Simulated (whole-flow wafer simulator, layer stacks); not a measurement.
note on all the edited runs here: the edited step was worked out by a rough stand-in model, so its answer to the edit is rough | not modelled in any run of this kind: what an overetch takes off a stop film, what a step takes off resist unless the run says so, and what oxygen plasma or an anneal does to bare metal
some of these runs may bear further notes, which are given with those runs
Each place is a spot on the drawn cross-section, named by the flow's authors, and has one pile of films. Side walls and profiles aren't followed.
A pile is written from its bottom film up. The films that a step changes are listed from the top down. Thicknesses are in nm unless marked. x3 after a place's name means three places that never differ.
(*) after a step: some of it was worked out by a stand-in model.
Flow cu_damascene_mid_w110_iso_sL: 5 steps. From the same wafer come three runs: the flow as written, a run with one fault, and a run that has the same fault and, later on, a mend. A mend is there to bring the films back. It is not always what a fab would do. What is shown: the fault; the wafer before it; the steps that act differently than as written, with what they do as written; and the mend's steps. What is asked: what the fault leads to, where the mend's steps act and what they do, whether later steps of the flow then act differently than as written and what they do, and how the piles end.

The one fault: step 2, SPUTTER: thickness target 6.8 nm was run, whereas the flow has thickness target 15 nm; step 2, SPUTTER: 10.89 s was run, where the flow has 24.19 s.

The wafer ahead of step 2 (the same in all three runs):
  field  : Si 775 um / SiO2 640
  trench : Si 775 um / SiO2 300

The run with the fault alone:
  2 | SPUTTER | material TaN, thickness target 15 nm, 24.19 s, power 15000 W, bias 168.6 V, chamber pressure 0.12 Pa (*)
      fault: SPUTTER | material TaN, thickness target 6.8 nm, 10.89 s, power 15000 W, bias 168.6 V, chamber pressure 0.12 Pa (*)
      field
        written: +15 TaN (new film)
        fault: +6.8 TaN (new film)
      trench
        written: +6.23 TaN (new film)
        fault: +2.82 TaN (new film)
  Steps further on in the flow that do not act as written (2 more steps, not shown, differ only slightly: by at most 2% or 0.5 nm, whichever is larger):
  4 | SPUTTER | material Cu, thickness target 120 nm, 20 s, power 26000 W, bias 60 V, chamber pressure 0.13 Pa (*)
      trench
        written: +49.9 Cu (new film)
        fault: +51.3 Cu (new film)
  The piles end different from the flow's at field, trench by more than 2% or 0.5 nm, whichever is larger.
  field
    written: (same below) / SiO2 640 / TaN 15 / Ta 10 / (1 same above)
    fault: (same below) / SiO2 640 / TaN 6.8 / Ta 10 / (1 same above)
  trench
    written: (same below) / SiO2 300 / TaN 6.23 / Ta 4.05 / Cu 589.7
    fault: (same below) / SiO2 300 / TaN 2.82 / Ta 4.15 / Cu 584.8

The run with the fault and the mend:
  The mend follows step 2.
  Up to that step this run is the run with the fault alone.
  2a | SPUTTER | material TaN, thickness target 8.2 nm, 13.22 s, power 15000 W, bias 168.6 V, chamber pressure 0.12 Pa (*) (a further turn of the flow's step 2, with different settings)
      field
        +8.2 TaN
      trench
        +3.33 TaN
  None of the later steps of the flow differs from how it acts as written, at any place that is followed, by more than 2% or 0.5 nm, whichever is larger.
  When the end is reached, the piles differ only a little from the flow's at the places that both follow, at most by 2% or 0.5 nm, whichever is larger.
